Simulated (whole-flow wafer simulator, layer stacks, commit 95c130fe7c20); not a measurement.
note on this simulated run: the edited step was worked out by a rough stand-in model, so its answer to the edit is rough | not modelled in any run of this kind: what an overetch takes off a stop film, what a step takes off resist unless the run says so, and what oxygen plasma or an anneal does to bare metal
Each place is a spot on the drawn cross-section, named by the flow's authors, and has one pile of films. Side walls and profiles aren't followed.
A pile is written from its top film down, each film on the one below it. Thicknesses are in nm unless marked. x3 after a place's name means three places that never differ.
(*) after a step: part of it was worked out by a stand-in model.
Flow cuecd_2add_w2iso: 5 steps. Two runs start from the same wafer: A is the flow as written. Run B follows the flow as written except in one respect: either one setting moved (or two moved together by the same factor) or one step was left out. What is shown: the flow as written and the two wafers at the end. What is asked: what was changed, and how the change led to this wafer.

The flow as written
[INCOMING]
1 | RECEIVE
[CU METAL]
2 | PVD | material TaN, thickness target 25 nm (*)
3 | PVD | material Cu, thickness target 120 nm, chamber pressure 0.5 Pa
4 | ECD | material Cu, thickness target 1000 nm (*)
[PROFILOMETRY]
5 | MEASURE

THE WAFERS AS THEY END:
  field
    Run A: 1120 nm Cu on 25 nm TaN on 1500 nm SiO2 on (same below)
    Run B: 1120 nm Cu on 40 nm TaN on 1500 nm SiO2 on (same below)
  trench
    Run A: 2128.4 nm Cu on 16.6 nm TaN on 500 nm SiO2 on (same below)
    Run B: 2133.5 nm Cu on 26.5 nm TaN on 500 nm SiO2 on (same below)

Cause: step 2, PVD: thickness target 40 nm was run, while the flow as written has thickness target 25 nm.
One can read it off the wafer: field has TaN 40, and step 2 as written asks for 25 nm.

Step by step, how the change led to this:
  2 | PVD | material TaN, thickness target 25 nm (*)
      field: A TaN gains 25 (new film) | B TaN gains 40 (new film)
      trench: A TaN gains 16.6 (new film) | B TaN gains 26.5 (new film)
